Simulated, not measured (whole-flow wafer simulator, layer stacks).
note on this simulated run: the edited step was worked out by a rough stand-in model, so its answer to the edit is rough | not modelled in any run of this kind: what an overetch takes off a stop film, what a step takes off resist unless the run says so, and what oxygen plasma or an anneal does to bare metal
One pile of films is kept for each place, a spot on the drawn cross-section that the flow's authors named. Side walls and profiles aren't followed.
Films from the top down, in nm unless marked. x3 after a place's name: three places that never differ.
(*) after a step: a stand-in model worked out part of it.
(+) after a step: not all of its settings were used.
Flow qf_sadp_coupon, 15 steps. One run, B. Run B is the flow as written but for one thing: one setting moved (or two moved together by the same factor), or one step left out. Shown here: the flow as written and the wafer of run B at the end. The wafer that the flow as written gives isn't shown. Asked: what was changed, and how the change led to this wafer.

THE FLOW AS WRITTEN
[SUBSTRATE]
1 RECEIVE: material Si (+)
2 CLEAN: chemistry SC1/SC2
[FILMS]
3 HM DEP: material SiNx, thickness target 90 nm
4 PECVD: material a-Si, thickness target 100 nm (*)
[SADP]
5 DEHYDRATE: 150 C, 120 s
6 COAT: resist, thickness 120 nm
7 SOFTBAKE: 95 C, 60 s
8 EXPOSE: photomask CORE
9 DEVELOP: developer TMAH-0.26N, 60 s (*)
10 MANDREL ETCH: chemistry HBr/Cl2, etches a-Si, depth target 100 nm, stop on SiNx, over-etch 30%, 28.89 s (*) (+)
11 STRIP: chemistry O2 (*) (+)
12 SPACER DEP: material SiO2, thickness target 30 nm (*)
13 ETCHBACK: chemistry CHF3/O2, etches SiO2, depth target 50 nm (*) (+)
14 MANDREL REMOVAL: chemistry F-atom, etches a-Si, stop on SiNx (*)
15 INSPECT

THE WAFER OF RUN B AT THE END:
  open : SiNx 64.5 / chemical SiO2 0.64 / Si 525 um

The cause: step 10, MANDREL ETCH: over-etch 45% was run, where the flow has over-etch 30%.

How the change led to this, step by step:
  10 MANDREL ETCH: chemistry HBr/Cl2, etches a-Si, depth target 100 nm, stop on SiNx, over-etch 30%, 28.89 s (*) (+)
      m: resist -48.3 (as written it would be: resist -43.3)
      open: a-Si -100 (all of it), SiNx -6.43 (as written it would be: a-Si -100 (all of it), SiNx -4.29)
  11 STRIP: chemistry O2 (*) (+)
      m: chemical SiO2 +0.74 (new film), resist -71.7 (all of it), a-Si -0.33 (as written it would be: chemical SiO2 +0.74 (new film), resist -76.7 (all of it), a-Si -0.32)
